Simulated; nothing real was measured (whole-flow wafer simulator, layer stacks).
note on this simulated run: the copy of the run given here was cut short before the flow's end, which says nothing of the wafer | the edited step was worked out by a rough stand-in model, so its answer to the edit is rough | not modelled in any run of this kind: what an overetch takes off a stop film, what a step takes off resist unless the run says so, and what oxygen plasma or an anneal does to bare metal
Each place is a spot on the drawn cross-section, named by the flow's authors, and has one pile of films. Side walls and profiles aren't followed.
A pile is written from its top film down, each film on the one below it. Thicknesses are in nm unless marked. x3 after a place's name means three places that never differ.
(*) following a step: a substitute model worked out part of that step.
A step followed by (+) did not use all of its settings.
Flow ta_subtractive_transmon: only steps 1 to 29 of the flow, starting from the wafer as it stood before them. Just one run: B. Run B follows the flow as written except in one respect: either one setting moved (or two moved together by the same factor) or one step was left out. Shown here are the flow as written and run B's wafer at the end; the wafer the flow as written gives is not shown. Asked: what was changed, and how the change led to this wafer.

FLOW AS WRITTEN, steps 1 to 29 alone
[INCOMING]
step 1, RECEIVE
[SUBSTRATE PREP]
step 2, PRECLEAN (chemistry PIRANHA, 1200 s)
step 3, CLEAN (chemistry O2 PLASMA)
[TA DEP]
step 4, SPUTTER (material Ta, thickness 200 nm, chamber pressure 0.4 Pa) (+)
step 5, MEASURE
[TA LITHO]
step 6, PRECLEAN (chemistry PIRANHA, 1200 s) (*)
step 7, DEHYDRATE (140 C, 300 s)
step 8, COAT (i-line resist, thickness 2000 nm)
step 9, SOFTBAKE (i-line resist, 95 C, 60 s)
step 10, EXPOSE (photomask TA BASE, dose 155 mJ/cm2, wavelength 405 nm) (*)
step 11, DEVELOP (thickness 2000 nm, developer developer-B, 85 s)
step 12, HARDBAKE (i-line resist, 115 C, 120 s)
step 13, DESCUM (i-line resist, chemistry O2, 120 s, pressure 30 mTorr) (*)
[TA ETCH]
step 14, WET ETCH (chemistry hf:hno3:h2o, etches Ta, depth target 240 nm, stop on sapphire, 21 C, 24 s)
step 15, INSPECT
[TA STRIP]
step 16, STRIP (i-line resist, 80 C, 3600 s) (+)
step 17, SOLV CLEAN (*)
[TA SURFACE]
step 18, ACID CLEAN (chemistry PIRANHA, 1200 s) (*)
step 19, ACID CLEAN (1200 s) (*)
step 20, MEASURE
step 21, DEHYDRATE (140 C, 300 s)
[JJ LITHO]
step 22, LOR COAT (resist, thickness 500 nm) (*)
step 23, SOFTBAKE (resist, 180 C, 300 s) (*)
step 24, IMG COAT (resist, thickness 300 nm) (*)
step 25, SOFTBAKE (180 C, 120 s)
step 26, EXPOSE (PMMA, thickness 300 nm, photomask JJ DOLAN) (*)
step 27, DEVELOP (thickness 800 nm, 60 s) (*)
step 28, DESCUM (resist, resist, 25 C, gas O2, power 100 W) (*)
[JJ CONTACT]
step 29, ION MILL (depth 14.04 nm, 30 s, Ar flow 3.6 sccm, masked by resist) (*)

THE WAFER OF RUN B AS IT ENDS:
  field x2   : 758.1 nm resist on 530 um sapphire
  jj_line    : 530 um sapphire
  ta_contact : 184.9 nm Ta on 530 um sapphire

What caused this: step 29, ION MILL: 47.2 s was run, whereas the flow has 30 s.

Step by step, how the change led to this:
  step 29, ION MILL (depth 14.04 nm, 30 s, Ar flow 3.6 sccm, masked by resist) (*)
      field x2, ta_pad: -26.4 resist (as written it would have been: -16.8 resist)
      jj_line, lead: -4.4 sapphire (as written it would have been: -2.8 sapphire)
      (and at 1 other place as well)
